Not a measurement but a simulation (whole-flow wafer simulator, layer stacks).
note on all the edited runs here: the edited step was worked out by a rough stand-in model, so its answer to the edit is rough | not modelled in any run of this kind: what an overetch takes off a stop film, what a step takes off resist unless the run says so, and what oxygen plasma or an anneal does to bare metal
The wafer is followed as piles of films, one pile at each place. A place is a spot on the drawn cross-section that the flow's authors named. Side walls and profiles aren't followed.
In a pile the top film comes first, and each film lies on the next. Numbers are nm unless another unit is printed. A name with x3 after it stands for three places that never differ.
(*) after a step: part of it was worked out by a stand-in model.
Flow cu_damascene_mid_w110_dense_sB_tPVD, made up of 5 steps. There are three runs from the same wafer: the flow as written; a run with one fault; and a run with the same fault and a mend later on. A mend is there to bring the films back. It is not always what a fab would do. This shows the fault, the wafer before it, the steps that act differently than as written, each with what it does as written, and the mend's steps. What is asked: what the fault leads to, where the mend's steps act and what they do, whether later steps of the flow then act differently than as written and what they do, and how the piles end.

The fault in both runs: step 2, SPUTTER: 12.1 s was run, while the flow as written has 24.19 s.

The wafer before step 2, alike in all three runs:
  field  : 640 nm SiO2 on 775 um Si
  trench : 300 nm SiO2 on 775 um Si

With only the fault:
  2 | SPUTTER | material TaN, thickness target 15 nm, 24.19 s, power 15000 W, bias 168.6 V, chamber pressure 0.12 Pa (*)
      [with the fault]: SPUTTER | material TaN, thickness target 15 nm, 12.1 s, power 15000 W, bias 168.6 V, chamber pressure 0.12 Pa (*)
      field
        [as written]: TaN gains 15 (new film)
        [with the fault]: TaN gains 7.5 (new film)
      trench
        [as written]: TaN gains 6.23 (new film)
        [with the fault]: TaN gains 3.12 (new film)
  Later steps of the flow that are run all act as written at every place that is followed, up to a difference of at most 2% or 0.5 nm, whichever is larger.
  At field, trench, the piles at the end differ from the flow's by more than 2% or 0.5 nm, whichever is larger.
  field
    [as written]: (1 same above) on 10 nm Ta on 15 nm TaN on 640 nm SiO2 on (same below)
    [with the fault]: (1 same above) on 10 nm Ta on 7.5 nm TaN on 640 nm SiO2 on (same below)
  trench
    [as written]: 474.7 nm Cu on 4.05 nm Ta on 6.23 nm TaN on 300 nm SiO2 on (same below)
    [with the fault]: 470.2 nm Cu on 4.14 nm Ta on 3.12 nm TaN on 300 nm SiO2 on (same below)

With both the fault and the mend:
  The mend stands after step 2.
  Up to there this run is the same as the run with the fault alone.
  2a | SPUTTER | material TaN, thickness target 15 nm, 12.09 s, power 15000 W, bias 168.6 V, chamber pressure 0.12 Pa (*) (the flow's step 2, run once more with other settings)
      field
        TaN gains 7.5
      trench
        TaN gains 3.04
  Later steps of the flow that are run all act as written at every place that is followed, up to a difference of at most 2% or 0.5 nm, whichever is larger.
  When the end is reached, the piles differ only a little from the flow's at the places that both follow, at most by 2% or 0.5 nm, whichever is larger.
